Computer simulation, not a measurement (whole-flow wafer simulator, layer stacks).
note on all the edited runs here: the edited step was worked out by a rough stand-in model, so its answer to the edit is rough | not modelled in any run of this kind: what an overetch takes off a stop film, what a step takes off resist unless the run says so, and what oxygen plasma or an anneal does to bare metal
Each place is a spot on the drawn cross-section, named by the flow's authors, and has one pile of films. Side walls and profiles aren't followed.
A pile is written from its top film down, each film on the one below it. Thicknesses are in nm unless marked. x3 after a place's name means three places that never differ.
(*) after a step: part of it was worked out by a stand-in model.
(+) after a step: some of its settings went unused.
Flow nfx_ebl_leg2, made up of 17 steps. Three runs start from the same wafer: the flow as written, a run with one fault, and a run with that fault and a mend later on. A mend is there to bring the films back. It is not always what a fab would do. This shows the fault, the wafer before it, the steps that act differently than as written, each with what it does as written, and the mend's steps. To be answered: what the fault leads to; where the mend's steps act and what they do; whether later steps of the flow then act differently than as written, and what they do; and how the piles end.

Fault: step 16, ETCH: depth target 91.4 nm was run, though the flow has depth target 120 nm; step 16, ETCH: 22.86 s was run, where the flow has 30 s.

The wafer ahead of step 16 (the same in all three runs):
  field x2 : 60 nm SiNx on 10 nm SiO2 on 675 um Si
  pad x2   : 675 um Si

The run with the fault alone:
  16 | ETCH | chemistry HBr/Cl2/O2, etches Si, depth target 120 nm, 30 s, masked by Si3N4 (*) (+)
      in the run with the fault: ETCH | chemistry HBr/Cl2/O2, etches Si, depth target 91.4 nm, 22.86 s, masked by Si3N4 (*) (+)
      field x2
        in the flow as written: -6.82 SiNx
        in the run with the fault: -5.2 SiNx
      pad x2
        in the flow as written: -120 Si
        in the run with the fault: -91.4 Si
  Every later step of the flow that is run acts as written at every place that is followed.
  The piles end different from the flow's at field x2 by more than 2% or 0.5 nm, whichever is larger.
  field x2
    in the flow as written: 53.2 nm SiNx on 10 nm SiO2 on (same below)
    in the run with the fault: 54.8 nm SiNx on 10 nm SiO2 on (same below)

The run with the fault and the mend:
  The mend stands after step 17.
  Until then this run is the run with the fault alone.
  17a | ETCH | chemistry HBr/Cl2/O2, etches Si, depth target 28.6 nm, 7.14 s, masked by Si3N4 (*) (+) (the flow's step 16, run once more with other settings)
      field x2
        -1.62 SiNx
      pad x2
        -28.6 Si
  Every later step of the flow that is run acts as written at every place that is followed.
  At every place that both follow, the piles at the end match the flow's.
